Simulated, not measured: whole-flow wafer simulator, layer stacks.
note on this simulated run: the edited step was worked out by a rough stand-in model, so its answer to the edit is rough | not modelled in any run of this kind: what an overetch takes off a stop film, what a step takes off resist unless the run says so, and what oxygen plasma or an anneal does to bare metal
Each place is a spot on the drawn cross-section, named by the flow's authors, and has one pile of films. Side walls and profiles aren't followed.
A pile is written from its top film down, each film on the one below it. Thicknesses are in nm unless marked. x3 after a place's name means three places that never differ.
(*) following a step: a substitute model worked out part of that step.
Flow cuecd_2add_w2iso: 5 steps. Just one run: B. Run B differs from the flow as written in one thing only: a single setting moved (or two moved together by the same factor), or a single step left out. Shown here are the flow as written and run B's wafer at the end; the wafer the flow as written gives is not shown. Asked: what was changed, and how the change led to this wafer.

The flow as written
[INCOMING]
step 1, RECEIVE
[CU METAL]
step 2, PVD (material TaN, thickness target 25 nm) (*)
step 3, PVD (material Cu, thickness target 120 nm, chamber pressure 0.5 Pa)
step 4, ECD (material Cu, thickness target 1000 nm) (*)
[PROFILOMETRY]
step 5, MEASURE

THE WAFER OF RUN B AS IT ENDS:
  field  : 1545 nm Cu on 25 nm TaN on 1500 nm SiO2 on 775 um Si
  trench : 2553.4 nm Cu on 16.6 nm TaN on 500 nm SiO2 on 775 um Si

Cause: step 4, ECD: thickness target 1425 nm was run, though the flow has thickness target 1000 nm.

Step by step, how the change led to this:
  step 4, ECD (material Cu, thickness target 1000 nm) (*)
      field: +1425 Cu (as written it would have been: +1000 Cu)
      trench: +2472.6 Cu (as written it would have been: +2047.6 Cu)
